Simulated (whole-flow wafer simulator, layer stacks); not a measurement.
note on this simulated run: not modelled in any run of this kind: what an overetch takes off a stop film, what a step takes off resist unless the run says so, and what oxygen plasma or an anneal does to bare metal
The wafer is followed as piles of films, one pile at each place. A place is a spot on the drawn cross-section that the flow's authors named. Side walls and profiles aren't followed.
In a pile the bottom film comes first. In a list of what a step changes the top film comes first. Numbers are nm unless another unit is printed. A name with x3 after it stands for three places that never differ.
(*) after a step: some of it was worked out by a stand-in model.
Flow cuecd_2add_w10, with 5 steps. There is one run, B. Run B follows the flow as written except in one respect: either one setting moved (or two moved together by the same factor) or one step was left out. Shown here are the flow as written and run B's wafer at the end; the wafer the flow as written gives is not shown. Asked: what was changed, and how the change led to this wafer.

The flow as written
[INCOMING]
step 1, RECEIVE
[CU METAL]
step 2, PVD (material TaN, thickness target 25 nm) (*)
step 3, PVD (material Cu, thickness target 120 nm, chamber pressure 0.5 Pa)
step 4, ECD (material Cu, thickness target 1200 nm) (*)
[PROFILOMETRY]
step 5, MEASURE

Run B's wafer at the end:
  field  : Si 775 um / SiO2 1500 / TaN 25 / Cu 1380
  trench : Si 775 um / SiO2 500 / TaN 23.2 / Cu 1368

What caused this: step 3, PVD: thickness target 180 nm was run, though the flow has thickness target 120 nm.

Step by step, how the change led to this:
  step 3, PVD (material Cu, thickness target 120 nm, chamber pressure 0.5 Pa)
      field: Cu gains 180 (new film) (it would be, as written: Cu gains 120 (new film))
      trench: Cu gains 168 (new film) (it would be, as written: Cu gains 111.8 (new film))
